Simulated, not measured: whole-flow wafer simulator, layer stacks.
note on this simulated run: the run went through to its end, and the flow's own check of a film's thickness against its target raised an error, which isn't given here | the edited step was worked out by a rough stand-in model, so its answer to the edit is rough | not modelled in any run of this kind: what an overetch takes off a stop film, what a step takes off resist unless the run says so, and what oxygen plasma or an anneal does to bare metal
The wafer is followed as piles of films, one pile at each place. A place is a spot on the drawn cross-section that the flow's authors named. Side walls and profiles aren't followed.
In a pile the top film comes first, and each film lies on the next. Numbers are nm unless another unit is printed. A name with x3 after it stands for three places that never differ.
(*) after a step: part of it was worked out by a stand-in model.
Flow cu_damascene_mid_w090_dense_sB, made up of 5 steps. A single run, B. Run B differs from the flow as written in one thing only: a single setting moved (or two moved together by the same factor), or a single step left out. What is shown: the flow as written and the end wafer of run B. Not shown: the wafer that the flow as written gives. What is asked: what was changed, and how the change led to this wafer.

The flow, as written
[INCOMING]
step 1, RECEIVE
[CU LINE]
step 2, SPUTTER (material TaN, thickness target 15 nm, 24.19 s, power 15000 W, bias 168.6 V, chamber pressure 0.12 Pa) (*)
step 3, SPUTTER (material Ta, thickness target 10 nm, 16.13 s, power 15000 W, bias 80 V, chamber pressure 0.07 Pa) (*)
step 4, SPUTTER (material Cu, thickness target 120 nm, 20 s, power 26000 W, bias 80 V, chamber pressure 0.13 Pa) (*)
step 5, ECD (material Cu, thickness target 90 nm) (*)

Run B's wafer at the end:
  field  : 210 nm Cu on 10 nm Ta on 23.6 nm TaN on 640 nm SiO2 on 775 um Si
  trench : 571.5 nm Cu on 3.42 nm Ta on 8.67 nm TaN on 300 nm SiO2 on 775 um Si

The reason: step 2, SPUTTER: thickness target 23.6 nm was run, though the flow has thickness target 15 nm; step 2, SPUTTER: 38.1 s was run, where the flow has 24.19 s.
The wafer lets one read it off: field has TaN 23.6, and step 2 as written asks for 15 nm.

The path from the change to this, step by step:
  step 2, SPUTTER (material TaN, thickness target 15 nm, 24.19 s, power 15000 W, bias 168.6 V, chamber pressure 0.12 Pa) (*)
      field: TaN gains 23.6 (new film) (it would be, as written: TaN gains 15 (new film))
      trench: TaN gains 8.67 (new film) (it would be, as written: TaN gains 5.51 (new film))
  step 4, SPUTTER (material Cu, thickness target 120 nm, 20 s, power 26000 W, bias 80 V, chamber pressure 0.13 Pa) (*)
      trench: Cu gains 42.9 (new film) (it would be, as written: Cu gains 44.3 (new film))
